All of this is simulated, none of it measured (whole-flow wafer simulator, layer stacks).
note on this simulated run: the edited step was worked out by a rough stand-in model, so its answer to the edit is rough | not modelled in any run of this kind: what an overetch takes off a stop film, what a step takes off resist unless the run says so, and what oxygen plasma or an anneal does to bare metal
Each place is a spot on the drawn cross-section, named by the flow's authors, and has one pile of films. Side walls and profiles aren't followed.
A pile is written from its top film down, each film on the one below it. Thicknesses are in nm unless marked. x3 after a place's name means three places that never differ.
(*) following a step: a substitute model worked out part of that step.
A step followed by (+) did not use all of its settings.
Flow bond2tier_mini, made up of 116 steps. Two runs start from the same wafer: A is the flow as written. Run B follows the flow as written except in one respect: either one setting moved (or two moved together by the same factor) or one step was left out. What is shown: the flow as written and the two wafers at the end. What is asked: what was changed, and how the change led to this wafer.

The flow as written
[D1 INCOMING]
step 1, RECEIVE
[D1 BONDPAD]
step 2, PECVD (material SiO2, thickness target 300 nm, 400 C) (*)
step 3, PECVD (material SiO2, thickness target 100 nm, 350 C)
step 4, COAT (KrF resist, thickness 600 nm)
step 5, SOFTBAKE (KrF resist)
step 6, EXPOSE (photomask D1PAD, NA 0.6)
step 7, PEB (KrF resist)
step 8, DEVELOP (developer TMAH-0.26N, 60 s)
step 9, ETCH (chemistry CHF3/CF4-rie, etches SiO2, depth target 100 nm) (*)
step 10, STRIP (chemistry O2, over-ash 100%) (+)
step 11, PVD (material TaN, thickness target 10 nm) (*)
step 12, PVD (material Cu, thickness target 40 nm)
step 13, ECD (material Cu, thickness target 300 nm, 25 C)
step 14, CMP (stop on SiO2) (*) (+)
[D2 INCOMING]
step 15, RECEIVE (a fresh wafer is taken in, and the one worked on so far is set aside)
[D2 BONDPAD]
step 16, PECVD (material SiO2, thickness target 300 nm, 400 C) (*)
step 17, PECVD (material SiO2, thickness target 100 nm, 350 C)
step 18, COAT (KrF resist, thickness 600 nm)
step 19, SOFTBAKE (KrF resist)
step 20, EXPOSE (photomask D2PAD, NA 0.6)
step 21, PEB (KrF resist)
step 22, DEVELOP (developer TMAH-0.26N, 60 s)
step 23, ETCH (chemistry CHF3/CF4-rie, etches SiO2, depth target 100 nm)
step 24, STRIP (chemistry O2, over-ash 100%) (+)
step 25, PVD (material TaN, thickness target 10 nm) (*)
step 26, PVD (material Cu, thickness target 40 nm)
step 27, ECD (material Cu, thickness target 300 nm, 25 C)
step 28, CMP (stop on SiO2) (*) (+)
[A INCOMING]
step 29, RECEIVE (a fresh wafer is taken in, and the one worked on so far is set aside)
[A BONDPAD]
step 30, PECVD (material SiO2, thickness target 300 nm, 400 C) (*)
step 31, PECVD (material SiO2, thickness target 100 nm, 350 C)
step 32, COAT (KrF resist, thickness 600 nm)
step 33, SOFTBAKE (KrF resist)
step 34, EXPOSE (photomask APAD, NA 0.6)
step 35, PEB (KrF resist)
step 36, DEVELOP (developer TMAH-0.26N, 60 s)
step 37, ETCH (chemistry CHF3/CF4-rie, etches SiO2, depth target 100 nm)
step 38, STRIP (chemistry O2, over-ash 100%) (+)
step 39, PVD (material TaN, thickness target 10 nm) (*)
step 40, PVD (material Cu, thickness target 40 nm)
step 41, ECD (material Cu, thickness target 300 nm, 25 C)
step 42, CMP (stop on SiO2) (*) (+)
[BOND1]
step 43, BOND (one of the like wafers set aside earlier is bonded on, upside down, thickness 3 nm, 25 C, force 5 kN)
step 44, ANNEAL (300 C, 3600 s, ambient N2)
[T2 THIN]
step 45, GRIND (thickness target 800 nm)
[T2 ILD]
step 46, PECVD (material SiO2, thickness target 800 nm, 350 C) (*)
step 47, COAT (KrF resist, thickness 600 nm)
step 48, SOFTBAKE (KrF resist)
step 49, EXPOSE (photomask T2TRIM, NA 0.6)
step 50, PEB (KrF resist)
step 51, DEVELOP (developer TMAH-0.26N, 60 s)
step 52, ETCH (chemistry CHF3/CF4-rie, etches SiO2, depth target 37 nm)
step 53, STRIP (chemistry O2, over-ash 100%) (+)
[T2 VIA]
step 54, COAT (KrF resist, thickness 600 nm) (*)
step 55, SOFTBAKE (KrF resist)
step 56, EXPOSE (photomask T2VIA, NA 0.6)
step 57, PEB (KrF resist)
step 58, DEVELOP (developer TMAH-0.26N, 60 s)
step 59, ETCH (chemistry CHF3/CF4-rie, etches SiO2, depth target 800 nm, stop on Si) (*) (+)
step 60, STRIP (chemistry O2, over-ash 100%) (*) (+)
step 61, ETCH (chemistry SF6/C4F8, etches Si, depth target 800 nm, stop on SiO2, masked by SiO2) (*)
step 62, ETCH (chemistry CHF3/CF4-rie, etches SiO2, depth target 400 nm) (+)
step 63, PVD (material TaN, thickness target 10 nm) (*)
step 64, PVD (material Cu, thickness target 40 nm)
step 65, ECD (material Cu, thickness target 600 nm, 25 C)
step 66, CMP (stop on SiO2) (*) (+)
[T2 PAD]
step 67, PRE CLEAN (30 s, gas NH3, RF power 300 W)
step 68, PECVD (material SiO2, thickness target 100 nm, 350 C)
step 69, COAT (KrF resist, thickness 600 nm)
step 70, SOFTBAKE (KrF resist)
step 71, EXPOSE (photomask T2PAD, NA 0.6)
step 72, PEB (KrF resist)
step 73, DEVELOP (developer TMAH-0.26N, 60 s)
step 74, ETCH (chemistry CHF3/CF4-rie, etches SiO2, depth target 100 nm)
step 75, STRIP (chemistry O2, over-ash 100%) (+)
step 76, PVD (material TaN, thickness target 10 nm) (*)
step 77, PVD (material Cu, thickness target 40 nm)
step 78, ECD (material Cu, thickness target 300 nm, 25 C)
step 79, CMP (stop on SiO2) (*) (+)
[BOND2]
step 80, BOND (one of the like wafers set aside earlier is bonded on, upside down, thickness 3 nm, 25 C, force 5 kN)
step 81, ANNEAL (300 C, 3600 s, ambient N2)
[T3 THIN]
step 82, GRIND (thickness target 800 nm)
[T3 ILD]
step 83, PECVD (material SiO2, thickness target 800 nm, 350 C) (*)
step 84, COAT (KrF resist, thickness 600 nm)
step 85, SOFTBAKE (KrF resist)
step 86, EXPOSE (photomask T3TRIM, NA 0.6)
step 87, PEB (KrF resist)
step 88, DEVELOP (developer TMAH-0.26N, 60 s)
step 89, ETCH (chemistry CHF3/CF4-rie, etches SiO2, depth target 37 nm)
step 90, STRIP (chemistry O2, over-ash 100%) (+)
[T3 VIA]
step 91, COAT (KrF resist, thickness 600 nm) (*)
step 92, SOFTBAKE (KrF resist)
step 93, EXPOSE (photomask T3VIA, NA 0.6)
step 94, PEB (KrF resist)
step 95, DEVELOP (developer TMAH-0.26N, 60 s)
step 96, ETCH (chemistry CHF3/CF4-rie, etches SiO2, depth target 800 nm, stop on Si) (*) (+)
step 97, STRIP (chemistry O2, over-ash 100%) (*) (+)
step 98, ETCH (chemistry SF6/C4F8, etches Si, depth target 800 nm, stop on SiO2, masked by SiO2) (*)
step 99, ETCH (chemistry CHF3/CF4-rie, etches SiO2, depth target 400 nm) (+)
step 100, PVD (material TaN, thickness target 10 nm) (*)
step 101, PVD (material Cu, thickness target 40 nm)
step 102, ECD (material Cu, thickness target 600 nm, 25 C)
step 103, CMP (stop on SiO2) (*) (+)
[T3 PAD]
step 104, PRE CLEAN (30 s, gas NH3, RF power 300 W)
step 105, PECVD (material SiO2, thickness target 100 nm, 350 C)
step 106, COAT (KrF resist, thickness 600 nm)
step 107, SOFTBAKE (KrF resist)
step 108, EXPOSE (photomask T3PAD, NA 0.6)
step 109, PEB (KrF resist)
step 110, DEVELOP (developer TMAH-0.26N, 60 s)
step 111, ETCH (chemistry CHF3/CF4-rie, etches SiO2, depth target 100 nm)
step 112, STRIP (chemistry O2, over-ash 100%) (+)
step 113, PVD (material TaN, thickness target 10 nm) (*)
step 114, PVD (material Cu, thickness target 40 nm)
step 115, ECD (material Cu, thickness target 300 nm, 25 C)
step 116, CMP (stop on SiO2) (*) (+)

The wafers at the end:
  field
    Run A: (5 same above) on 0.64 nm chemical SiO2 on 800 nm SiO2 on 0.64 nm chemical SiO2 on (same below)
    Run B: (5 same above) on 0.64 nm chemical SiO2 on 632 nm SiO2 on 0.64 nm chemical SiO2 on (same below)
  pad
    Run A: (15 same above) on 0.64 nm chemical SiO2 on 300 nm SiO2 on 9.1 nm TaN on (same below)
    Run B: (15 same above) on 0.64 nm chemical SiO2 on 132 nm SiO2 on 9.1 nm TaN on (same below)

Cause: step 2, PECVD: thickness target 132 nm was run, though the flow has thickness target 300 nm.
The wafer lets one read it off: pad has SiO2 132, and step 2 as written asks for 300 nm.

Step by step, how the change led to this:
  step 2, PECVD (material SiO2, thickness target 300 nm, 400 C) (*)
      field, pad, via: A SiO2 gains 300 (new film) | B SiO2 gains 132 (new film)
  step 43, BOND (one of the like wafers set aside earlier is bonded on, upside down, thickness 3 nm, 25 C, force 5 kN)
      field: A Si gains 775 um (new film), chemical SiO2 gains 0.64 (new film), SiO2 gains 400 | B Si gains 775 um (new film), chemical SiO2 gains 0.64 (new film), SiO2 gains 232
      pad: A Si gains 775 um (new film), chemical SiO2 gains 0.64 (new film), SiO2 gains 300 (new film), TaN gains 9.1 (new film), Cu gains 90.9 | B Si gains 775 um (new film), chemical SiO2 gains 0.64 (new film), SiO2 gains 132 (new film), TaN gains 9.1 (new film), Cu gains 90.9
      (as well as at 1 more place)
